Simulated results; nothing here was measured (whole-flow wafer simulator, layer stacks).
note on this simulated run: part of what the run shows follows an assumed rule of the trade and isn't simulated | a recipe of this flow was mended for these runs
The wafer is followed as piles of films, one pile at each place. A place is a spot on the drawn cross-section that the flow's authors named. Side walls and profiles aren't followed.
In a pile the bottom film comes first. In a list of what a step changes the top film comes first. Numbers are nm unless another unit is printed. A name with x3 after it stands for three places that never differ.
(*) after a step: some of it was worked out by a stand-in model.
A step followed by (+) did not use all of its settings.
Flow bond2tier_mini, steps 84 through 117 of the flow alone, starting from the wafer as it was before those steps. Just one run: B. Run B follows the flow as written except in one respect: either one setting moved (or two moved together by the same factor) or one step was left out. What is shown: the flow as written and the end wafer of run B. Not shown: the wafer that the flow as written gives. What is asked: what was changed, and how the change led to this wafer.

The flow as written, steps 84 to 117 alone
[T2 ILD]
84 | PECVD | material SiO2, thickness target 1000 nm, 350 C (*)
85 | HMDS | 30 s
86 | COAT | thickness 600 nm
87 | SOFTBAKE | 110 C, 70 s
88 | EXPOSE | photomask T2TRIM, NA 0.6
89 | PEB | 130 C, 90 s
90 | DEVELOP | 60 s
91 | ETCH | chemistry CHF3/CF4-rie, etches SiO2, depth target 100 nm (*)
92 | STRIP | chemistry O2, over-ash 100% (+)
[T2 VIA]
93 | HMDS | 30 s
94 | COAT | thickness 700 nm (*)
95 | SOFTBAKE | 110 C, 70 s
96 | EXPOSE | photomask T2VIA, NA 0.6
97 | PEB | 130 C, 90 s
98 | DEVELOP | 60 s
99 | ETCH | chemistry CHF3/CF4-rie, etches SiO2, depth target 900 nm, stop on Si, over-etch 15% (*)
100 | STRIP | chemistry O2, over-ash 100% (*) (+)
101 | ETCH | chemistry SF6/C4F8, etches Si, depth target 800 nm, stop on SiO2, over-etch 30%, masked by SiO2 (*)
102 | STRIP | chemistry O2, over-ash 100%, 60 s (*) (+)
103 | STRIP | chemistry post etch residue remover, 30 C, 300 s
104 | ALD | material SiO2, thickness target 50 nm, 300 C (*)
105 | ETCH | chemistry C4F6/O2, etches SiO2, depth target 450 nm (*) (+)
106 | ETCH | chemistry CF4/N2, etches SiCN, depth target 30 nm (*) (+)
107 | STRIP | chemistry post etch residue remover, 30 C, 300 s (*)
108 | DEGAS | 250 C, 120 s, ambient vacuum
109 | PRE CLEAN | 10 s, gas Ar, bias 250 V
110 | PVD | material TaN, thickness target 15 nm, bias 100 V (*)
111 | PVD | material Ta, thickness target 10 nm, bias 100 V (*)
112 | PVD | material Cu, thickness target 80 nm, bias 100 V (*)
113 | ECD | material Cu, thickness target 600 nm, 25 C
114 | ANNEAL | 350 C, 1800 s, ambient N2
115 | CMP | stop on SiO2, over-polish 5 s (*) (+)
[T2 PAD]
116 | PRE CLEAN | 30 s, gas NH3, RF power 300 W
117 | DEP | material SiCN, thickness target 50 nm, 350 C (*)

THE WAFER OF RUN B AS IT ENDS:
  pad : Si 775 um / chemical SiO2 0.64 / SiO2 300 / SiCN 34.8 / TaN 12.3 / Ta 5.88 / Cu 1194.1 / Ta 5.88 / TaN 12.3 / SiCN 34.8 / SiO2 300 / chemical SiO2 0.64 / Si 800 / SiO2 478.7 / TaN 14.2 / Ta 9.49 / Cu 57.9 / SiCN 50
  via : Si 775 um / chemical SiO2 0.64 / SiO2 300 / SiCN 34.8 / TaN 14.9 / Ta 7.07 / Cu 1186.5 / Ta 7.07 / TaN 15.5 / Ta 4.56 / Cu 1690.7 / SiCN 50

The reason: step 91, ETCH: depth target 88 nm was run, while the flow as written has depth target 100 nm.

Step by step, how the change led to this:
  91 | ETCH | chemistry CHF3/CF4-rie, etches SiO2, depth target 100 nm (*)
      pad, via: -88 SiO2 (in the flow as written it would be: -100 SiO2)
      field: -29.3 thick-KrF-resist (in the flow as written it would be: -33.3 thick-KrF-resist)
  99 | ETCH | chemistry CHF3/CF4-rie, etches SiO2, depth target 900 nm, stop on Si, over-etch 15% (*)
      via: -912 SiO2 (all of it), -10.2 Si (in the flow as written it would be: -900 SiO2 (all of it), -11.2 Si)
